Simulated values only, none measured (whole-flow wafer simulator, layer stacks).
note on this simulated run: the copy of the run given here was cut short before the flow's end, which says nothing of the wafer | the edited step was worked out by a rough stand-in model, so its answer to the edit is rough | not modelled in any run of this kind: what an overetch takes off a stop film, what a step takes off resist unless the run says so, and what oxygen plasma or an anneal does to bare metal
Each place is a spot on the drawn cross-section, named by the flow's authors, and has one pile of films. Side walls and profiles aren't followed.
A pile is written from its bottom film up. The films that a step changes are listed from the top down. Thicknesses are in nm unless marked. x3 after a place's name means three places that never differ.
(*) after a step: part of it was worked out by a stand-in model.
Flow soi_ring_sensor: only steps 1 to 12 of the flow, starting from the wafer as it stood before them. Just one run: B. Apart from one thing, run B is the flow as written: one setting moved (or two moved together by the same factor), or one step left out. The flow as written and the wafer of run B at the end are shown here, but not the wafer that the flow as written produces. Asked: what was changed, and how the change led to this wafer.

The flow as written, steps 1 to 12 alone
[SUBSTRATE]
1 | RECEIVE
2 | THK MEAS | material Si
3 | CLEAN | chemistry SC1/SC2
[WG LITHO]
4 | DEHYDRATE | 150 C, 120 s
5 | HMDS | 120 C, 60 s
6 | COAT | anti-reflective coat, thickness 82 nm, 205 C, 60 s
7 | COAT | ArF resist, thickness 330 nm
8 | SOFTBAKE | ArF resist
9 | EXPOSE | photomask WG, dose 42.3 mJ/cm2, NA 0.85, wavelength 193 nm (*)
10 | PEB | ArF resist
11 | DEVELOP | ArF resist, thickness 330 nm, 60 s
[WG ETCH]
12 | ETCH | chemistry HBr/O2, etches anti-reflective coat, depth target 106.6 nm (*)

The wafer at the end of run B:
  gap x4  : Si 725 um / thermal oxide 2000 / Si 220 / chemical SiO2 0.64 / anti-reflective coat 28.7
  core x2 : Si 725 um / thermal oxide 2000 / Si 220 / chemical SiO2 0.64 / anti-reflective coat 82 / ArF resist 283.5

Cause: step 12, ETCH: depth target 53.3 nm was run, though the flow has depth target 106.6 nm.

The path from the change to this, step by step:
  12 | ETCH | chemistry HBr/O2, etches anti-reflective coat, depth target 106.6 nm (*)
      gap x4: -53.3 anti-reflective coat (as written it would have been: -82 anti-reflective coat (all of it), -0.64 chemical SiO2 (all of it))
      core x2: -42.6 ArF resist (as written it would have been: -85.3 ArF resist)
